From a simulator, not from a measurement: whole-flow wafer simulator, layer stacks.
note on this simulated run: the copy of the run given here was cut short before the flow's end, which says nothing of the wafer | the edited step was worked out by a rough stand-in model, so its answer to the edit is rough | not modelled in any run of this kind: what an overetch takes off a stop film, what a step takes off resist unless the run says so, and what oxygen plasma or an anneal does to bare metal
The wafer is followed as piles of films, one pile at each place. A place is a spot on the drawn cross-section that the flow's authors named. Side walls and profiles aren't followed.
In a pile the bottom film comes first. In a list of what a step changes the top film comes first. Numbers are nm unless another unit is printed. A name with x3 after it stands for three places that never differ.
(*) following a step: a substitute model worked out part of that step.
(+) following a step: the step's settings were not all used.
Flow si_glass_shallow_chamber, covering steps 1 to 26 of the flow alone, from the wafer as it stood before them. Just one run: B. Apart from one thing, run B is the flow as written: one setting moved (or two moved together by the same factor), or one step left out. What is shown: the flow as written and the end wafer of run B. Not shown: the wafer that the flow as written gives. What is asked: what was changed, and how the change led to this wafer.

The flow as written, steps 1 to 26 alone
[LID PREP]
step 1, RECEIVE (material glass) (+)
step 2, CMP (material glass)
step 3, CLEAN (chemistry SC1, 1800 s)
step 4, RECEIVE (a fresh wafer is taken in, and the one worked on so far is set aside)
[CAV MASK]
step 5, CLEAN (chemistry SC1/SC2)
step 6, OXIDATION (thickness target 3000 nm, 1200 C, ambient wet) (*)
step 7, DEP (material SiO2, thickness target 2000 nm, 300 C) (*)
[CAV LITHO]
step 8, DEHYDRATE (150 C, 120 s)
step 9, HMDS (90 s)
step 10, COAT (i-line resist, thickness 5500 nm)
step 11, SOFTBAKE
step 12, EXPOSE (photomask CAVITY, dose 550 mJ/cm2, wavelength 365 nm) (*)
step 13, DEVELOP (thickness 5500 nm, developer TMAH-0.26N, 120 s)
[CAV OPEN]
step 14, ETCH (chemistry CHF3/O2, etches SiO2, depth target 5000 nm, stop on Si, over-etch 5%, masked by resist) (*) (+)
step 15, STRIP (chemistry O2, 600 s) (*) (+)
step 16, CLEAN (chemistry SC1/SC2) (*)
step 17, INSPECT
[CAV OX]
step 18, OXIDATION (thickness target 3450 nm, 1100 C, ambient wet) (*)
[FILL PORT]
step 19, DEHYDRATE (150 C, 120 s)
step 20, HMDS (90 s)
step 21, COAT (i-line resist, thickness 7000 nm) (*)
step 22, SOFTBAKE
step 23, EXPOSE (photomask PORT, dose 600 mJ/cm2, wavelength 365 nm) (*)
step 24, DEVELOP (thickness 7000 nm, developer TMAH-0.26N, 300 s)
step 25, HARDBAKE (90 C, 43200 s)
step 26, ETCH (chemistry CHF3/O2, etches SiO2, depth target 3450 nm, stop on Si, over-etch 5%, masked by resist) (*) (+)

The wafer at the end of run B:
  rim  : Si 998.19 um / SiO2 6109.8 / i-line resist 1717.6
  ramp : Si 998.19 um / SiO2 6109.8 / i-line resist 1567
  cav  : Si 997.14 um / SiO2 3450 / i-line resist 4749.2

What caused this: step 14, ETCH: over-etch 2.63% was run, while the flow as written has over-etch 5%.

How this came from the change, step by step:
  step 14, ETCH (chemistry CHF3/O2, etches SiO2, depth target 5000 nm, stop on Si, over-etch 5%, masked by resist) (*) (+)
      rim, ramp, septum, ring: -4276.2 i-line resist (it would be, as written: -4375 i-line resist)
      cav, port: -5000 SiO2 (all of it), -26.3 Si (it would be, as written: -5000 SiO2 (all of it), -50 Si)
  step 15, STRIP (chemistry O2, 600 s) (*) (+)
      rim, ramp, septum, ring: -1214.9 i-line resist (all of it) (it would be, as written: -1116.2 i-line resist (all of it))
